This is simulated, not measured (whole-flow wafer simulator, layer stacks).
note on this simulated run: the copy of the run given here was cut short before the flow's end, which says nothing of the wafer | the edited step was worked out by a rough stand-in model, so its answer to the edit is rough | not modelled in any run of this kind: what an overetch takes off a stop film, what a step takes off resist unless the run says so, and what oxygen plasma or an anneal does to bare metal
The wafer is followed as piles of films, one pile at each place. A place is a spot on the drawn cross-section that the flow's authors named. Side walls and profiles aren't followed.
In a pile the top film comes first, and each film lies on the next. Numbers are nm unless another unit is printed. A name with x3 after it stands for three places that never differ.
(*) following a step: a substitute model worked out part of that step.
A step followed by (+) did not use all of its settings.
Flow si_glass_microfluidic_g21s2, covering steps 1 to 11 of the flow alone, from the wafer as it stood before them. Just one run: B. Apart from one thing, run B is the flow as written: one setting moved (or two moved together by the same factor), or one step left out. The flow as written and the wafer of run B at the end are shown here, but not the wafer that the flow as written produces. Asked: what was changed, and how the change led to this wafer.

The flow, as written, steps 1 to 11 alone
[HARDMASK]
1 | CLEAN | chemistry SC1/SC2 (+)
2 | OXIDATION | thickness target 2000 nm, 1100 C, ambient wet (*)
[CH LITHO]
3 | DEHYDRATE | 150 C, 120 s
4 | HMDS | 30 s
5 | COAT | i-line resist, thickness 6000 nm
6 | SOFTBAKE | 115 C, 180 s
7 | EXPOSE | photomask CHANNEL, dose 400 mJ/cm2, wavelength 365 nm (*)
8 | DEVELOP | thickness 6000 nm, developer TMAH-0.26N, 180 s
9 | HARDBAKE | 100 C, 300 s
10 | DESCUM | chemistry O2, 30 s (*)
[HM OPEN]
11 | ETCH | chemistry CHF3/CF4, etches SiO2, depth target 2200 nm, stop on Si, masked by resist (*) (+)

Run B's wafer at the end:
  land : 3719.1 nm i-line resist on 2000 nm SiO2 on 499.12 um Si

What caused this: step 11, ETCH: depth target 2695 nm was run, whereas the flow has depth target 2200 nm.

Step by step, how the change led to this:
  11 | ETCH | chemistry CHF3/CF4, etches SiO2, depth target 2200 nm, stop on Si, masked by resist (*) (+)
      land: -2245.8 i-line resist (it would be, as written: -1833.3 i-line resist)
